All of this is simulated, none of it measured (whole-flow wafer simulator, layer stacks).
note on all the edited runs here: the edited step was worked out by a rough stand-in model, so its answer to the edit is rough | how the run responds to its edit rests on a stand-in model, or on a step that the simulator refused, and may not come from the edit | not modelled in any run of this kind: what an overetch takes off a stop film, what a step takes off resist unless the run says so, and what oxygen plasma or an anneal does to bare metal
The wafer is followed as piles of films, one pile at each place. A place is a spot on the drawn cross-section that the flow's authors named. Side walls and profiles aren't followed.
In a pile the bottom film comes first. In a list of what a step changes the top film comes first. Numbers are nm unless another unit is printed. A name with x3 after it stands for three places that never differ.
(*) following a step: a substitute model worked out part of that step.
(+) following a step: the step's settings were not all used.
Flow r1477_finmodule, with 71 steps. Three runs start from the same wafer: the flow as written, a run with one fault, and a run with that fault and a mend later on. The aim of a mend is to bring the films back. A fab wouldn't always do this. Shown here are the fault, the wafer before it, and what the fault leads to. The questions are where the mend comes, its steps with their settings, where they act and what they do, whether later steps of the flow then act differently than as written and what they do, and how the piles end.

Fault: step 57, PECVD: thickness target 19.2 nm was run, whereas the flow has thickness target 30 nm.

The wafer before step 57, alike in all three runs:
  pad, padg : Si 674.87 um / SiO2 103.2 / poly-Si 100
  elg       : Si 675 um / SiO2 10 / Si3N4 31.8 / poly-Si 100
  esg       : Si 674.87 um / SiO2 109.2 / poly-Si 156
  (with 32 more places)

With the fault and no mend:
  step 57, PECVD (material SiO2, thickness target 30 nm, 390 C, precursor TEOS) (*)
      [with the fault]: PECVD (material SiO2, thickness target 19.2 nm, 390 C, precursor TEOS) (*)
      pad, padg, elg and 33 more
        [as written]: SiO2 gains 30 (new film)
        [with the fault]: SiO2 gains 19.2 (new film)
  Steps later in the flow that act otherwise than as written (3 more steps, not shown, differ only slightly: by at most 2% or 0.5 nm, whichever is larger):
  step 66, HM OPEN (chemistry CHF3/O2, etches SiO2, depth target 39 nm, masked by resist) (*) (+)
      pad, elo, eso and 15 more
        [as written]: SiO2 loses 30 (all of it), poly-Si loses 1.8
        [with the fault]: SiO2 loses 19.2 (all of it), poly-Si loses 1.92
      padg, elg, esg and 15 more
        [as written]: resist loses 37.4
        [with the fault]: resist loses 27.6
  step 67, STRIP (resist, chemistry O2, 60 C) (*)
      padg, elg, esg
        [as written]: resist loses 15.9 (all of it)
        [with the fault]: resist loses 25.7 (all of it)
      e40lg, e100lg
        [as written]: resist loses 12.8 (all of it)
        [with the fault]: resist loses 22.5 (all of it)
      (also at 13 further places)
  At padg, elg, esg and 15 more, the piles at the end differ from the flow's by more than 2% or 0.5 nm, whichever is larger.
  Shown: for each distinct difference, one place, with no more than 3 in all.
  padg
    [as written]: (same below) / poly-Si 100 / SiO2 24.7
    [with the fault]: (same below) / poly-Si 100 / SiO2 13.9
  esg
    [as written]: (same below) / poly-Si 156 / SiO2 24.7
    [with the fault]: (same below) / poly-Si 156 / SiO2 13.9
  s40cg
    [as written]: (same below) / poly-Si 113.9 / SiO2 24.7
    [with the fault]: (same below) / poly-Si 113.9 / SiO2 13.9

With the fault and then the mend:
  The mend stands after step 58.
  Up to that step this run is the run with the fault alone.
  step 58a, PECVD (material SiO2, thickness target 10.8 nm, 390 C, precursor TEOS) (*) (the flow's step 57, run once more with other settings)
      pad, padg, elg and 33 more
        SiO2 gains 10.8
  None of the later steps of the flow acts differently than as written at any place that is followed.
  At every place that both follow, the piles at the end match the flow's.
